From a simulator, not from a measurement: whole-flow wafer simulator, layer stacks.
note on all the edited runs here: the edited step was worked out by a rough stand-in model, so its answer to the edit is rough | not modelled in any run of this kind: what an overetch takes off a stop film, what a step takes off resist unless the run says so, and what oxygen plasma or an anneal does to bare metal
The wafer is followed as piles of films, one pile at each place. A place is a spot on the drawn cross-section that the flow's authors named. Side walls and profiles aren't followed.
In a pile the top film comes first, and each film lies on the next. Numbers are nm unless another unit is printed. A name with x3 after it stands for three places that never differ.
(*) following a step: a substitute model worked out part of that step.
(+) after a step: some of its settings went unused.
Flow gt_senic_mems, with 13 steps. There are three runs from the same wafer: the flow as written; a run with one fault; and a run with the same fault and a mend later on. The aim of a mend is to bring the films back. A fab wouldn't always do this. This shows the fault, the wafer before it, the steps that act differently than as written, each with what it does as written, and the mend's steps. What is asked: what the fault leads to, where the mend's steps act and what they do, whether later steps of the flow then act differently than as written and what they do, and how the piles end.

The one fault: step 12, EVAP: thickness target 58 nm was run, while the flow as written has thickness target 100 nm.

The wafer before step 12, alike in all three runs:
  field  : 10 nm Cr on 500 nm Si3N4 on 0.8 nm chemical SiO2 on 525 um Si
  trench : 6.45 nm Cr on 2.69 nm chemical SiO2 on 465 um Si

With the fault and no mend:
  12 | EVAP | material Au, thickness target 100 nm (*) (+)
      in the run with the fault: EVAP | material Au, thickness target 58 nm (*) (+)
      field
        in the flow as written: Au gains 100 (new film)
        in the run with the fault: Au gains 58 (new film)
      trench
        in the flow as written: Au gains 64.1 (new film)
        in the run with the fault: Au gains 37.3 (new film)
  Later steps of the flow that are run all act as written at every place that is followed.
  The piles end different from the flow's at field, trench by more than 2% or 0.5 nm, whichever is larger.
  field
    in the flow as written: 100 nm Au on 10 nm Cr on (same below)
    in the run with the fault: 58 nm Au on 10 nm Cr on (same below)
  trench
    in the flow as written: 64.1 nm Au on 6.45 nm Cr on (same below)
    in the run with the fault: 37.3 nm Au on 6.45 nm Cr on (same below)

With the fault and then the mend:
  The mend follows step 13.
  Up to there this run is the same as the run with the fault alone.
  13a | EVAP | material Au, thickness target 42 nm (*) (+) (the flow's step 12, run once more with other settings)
      field
        Au gains 42
      trench
        Au gains 27
  Later steps of the flow that are run all act as written at every place that is followed.
  The piles end only slightly different from the flow's at the places that both follow, by no more than 2% or 0.5 nm, whichever is larger.
